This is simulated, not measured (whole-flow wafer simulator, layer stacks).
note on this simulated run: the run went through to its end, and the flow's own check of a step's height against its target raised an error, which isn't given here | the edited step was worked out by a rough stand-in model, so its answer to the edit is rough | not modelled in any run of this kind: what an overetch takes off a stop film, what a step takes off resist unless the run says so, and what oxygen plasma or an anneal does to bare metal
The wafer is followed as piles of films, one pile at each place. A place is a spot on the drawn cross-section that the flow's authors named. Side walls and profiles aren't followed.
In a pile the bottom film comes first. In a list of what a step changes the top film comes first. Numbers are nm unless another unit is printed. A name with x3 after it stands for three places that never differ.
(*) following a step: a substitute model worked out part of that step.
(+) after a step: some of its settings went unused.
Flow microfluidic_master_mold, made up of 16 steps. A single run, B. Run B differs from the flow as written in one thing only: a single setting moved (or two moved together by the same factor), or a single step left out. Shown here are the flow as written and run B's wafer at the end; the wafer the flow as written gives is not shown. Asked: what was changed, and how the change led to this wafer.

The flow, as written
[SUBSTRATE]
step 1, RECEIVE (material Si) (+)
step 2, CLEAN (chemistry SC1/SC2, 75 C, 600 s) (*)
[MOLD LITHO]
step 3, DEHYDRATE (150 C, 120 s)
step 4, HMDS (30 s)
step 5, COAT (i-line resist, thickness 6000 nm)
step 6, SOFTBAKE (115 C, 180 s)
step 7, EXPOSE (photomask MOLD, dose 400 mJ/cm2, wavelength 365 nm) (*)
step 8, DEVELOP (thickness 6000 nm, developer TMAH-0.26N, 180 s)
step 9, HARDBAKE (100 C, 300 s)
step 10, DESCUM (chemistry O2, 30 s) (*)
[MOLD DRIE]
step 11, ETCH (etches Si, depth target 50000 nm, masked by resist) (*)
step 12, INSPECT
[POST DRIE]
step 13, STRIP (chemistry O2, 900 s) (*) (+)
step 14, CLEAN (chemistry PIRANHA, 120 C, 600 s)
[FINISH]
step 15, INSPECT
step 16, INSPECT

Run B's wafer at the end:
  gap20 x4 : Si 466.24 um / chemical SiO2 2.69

The reason: step 11, ETCH: depth target 58750 nm was run, while the flow as written has depth target 50000 nm.

The path from the change to this, step by step:
  step 11, ETCH (etches Si, depth target 50000 nm, masked by resist) (*)
      gap20 x4: chemical SiO2 loses 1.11 (all of it), Si loses 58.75 um (in the flow as written it would be: chemical SiO2 loses 1.11 (all of it), Si loses 50 um)
      ridge: i-line resist loses 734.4 (in the flow as written it would be: i-line resist loses 625)
  step 13, STRIP (chemistry O2, 900 s) (*) (+)
      ridge: i-line resist loses 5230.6 (all of it), chemical SiO2 gains 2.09, Si loses 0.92 (in the flow as written it would be: i-line resist loses 5339.9 (all of it), chemical SiO2 gains 2.09, Si loses 0.92)
